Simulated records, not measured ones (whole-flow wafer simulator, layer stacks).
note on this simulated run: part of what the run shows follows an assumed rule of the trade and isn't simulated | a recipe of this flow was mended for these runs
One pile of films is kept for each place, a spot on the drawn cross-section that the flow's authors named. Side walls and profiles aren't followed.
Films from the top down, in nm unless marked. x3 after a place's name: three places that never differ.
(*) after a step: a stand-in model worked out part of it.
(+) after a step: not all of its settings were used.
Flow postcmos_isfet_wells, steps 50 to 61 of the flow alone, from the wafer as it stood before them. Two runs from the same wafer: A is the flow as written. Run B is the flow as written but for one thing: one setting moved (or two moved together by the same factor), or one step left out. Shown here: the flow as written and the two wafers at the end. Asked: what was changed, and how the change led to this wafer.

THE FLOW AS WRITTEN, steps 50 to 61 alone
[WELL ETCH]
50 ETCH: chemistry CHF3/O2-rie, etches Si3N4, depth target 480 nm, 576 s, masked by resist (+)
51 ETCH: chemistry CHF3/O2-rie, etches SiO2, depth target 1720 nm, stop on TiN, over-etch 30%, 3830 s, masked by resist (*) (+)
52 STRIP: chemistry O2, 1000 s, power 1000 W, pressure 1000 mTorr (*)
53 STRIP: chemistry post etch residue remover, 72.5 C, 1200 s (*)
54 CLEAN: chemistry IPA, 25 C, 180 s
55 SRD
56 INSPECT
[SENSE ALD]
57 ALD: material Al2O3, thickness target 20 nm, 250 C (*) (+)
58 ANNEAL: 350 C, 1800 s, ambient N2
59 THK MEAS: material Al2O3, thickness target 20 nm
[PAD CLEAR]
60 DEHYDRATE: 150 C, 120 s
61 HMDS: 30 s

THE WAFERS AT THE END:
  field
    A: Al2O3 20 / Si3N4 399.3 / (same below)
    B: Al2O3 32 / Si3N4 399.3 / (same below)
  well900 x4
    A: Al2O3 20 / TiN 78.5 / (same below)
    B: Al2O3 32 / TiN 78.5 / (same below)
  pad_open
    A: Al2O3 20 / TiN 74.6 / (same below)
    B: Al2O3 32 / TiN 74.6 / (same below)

The cause: step 57, ALD: thickness target 32 nm was run, where the flow has thickness target 20 nm.
It can be read off the wafer: field has Al2O3 32, and step 57 as written asks for 20 nm.

How the change led to this, step by step:
  57 ALD: material Al2O3, thickness target 20 nm, 250 C (*) (+)
      field, margin x2, well900 x4, pad_clr, pad_open: A Al2O3 +20 (new film) | B Al2O3 +32 (new film)
